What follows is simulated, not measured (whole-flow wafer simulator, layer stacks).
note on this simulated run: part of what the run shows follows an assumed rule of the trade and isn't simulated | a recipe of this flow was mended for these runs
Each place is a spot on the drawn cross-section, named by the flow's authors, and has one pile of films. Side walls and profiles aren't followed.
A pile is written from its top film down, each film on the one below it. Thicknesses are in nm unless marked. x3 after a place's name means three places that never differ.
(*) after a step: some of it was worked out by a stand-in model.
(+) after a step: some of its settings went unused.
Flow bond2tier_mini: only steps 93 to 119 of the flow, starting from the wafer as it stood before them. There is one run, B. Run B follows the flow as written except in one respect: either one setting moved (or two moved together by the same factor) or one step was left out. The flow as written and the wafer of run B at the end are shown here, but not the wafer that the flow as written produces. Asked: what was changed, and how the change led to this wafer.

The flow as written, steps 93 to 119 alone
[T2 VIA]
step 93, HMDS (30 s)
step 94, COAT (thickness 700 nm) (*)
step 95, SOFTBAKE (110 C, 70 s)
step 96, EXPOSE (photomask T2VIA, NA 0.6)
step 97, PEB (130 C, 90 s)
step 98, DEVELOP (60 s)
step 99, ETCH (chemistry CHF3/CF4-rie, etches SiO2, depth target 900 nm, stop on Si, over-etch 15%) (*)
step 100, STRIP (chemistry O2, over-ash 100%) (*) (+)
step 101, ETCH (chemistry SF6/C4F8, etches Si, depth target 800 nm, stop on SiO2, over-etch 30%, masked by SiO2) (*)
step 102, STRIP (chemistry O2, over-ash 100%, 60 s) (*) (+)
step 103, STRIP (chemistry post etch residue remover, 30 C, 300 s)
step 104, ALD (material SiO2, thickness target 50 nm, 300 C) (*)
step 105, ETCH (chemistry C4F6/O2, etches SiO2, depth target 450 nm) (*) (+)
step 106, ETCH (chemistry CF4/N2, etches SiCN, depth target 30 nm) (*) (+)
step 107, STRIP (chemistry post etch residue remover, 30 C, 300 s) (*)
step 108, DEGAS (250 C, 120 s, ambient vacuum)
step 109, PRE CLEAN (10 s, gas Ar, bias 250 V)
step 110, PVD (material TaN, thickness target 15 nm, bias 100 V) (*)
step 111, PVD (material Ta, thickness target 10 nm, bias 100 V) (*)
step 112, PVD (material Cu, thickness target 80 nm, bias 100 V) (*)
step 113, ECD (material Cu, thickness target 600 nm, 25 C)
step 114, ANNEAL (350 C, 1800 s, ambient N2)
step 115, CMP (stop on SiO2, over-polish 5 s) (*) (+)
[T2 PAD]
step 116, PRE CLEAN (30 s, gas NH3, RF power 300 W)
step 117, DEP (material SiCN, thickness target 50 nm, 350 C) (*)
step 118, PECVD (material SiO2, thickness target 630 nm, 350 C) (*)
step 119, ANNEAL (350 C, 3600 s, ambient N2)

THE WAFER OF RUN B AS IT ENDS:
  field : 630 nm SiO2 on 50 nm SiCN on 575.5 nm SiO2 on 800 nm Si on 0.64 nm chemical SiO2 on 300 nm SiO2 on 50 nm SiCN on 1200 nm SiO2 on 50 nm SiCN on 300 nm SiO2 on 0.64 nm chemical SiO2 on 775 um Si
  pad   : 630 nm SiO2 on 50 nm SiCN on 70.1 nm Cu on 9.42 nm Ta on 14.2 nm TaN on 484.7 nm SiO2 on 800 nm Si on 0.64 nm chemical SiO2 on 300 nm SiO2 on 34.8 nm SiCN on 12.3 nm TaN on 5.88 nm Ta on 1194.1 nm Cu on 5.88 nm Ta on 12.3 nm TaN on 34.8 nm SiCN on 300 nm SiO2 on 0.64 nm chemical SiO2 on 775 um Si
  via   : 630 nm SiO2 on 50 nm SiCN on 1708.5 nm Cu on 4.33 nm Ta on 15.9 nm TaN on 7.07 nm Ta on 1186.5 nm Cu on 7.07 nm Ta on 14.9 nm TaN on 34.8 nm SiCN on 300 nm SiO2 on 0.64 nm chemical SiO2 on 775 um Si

Cause: step 104, ALD: thickness target 68 nm was run, though the flow has thickness target 50 nm.

How this came from the change, step by step:
  step 104, ALD (material SiO2, thickness target 50 nm, 300 C) (*)
      field, pad, via: SiO2 gains 68 (as written it would have been: SiO2 gains 50)
  step 105, ETCH (chemistry C4F6/O2, etches SiO2, depth target 450 nm) (*) (+)
      via: SiO2 loses 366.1 (all of it), SiCN loses 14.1 (as written it would have been: SiO2 loses 348.1 (all of it), SiCN loses 17.2)
  step 106, ETCH (chemistry CF4/N2, etches SiCN, depth target 30 nm) (*) (+)
      via: SiCN loses 20.7 (all of it), TaN loses 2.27 (as written it would have been: SiCN loses 17.6 (all of it), TaN loses 3.01)
  step 112, PVD (material Cu, thickness target 80 nm, bias 100 V) (*)
      via: Cu gains 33 (new film) (as written it would have been: Cu gains 35 (new film))
